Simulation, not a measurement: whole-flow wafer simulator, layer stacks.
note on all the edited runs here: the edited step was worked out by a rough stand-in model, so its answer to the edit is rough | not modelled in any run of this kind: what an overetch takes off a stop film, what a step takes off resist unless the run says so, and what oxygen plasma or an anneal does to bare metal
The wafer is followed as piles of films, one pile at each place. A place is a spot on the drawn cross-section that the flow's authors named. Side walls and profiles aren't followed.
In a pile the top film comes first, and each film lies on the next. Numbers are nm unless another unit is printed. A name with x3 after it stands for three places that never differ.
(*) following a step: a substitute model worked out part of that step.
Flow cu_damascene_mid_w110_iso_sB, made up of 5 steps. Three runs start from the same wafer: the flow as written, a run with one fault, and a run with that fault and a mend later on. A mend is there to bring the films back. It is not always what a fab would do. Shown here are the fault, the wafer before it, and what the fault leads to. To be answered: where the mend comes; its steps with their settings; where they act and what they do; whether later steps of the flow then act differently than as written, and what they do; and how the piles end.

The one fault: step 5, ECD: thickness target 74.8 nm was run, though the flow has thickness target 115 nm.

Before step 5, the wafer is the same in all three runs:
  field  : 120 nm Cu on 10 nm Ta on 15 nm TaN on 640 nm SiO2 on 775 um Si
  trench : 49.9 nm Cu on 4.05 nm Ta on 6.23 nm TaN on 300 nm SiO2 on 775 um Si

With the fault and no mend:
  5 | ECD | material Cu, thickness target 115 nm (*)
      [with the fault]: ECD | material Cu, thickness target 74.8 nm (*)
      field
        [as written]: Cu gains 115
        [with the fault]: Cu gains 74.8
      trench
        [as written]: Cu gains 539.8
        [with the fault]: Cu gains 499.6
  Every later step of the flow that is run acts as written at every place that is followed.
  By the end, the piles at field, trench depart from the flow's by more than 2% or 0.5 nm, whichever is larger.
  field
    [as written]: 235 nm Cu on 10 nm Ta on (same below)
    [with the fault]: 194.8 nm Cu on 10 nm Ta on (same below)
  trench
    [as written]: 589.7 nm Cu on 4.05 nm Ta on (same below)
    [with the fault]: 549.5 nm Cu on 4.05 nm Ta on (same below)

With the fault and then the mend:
  After step 5 comes the mend.
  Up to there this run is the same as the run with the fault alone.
  5a | ECD | material Cu, thickness target 40.2 nm (the flow's step 5 again, with other settings)
      field, trench
        Cu gains 40.2
  Every later step of the flow that is run acts as written at every place that is followed.
  The piles end the same as the flow's at every place that both follow.
